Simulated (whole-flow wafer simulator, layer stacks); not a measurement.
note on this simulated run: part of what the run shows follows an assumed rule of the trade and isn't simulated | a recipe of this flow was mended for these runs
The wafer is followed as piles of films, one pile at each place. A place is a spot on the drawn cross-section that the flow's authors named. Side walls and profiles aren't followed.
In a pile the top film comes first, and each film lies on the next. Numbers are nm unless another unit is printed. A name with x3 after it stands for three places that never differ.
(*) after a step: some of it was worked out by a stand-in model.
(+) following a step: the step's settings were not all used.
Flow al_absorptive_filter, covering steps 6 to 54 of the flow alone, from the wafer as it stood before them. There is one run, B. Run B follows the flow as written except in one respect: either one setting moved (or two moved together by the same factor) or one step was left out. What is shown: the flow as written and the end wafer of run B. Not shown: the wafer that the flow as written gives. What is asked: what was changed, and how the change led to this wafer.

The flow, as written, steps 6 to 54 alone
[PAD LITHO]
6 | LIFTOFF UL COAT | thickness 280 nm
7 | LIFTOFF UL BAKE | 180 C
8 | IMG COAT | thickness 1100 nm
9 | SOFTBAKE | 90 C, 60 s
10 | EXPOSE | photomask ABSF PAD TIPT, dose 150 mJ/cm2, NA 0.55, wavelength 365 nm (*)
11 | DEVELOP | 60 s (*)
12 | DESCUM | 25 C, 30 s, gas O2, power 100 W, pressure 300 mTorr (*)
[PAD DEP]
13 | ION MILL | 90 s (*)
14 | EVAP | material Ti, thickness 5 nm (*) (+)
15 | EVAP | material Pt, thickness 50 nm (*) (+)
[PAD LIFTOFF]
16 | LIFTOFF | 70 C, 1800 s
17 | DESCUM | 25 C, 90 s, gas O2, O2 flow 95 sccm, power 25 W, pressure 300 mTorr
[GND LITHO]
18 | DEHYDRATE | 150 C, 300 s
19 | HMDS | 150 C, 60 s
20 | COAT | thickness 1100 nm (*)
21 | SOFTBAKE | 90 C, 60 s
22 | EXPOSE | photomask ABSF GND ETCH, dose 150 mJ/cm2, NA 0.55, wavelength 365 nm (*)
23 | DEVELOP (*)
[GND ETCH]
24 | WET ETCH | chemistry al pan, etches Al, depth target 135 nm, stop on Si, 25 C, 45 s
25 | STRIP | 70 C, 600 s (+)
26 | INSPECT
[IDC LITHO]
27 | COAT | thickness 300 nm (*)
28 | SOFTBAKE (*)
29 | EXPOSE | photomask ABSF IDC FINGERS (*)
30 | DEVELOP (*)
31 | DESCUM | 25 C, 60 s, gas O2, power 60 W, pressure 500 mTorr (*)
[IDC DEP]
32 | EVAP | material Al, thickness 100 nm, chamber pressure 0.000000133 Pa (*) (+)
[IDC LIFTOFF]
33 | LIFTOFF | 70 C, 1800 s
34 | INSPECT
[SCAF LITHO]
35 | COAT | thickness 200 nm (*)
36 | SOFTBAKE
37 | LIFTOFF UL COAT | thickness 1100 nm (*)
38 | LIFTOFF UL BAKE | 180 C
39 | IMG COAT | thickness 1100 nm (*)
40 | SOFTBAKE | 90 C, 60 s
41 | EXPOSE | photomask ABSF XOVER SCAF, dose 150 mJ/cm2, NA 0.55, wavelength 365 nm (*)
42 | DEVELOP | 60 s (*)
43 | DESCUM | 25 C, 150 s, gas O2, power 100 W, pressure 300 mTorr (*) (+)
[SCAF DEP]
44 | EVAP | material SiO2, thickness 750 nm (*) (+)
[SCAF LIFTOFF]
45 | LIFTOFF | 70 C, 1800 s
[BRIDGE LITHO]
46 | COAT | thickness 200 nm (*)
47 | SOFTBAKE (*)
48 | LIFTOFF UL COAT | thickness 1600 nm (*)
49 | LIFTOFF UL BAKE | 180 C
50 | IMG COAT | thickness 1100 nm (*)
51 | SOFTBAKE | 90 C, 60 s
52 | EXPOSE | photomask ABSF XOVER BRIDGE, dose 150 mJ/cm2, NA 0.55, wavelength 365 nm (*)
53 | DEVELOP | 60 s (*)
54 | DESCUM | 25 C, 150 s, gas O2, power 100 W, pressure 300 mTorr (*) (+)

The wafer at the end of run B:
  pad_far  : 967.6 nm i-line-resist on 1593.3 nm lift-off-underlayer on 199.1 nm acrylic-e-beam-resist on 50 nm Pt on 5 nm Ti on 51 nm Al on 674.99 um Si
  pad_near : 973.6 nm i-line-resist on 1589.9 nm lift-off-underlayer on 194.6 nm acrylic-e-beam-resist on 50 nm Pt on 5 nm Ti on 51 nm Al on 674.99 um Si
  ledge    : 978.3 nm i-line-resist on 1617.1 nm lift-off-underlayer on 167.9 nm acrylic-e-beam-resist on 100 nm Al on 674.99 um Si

Cause: step 11, DEVELOP: 76.5 s was run, though the flow has 60 s.

Step by step, how the change led to this:
  11 | DEVELOP | 60 s (*)
      pad_far, pad_near: i-line-resist loses 1100 (all of it), lift-off-underlayer loses 280 (all of it), Al loses 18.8 (in the flow as written it would be: i-line-resist loses 1100 (all of it), lift-off-underlayer loses 280 (all of it), Al loses 13.3)
